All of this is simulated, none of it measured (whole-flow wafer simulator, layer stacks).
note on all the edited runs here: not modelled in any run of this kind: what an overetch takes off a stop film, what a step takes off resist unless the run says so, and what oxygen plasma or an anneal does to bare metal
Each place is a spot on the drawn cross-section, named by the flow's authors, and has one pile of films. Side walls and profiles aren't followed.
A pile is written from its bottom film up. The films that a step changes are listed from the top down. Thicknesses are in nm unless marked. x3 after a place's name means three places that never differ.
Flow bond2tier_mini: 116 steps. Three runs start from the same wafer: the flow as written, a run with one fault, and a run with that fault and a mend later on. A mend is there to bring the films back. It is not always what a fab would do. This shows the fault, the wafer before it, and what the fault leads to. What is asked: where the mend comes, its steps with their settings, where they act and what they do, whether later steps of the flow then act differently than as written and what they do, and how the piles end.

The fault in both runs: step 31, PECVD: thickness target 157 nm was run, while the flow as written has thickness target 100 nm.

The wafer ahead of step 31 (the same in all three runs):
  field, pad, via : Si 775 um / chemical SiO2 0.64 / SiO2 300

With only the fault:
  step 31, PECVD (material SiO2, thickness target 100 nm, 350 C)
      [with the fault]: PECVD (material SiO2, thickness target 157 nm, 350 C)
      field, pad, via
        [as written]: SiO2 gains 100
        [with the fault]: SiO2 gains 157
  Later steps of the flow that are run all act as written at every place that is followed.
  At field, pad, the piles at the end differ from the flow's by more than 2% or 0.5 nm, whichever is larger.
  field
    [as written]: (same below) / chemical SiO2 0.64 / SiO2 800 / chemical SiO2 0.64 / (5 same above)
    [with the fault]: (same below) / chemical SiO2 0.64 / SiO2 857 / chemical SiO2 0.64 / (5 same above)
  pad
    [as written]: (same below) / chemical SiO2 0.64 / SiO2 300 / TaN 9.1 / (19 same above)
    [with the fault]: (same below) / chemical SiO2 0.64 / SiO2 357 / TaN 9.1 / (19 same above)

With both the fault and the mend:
  After step 31 comes the mend.
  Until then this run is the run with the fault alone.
  step 31a, ETCH (chemistry CHF3/CF4-rie, etches SiO2, depth target 57 nm) (the flow's step 9, run once more with other settings)
      field, pad, via
        SiO2 loses 57
  Later steps of the flow that are run all act as written at every place that is followed.
  The piles end the same as the flow's at every place that both follow.
